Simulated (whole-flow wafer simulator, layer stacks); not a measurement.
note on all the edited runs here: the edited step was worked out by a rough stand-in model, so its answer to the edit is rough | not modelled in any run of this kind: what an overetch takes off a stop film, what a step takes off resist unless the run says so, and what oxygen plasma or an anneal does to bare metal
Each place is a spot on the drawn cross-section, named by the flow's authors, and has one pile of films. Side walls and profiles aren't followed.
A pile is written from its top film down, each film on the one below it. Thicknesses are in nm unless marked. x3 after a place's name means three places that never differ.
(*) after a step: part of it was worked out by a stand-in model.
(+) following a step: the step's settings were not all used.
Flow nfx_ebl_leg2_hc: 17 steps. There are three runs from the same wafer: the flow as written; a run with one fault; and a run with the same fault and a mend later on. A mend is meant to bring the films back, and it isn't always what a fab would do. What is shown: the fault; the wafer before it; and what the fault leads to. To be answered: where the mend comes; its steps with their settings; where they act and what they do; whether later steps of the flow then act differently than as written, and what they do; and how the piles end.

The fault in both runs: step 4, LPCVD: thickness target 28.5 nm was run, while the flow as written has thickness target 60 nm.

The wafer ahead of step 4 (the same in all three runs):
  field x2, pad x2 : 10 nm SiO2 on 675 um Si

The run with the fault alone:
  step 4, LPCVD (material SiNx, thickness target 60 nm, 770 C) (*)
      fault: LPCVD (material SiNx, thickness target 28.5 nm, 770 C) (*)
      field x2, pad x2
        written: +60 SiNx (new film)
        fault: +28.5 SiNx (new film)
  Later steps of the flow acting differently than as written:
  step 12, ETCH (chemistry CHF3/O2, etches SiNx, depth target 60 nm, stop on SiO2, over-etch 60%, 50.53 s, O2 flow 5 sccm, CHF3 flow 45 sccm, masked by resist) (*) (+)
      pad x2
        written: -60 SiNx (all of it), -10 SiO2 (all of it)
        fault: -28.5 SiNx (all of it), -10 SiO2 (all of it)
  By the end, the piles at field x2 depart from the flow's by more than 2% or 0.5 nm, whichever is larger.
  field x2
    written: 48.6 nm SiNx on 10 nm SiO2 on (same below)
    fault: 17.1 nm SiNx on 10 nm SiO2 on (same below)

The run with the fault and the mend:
  The mend follows step 5.
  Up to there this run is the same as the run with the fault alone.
  step 5a, LPCVD (material SiNx, thickness target 31.5 nm, 770 C) (*) (a further turn of the flow's step 4, with different settings)
      field x2, pad x2
        +31.5 SiNx
  None of the later steps of the flow acts differently than as written at any place that is followed.
  The piles end the same as the flow's at every place that both follow.
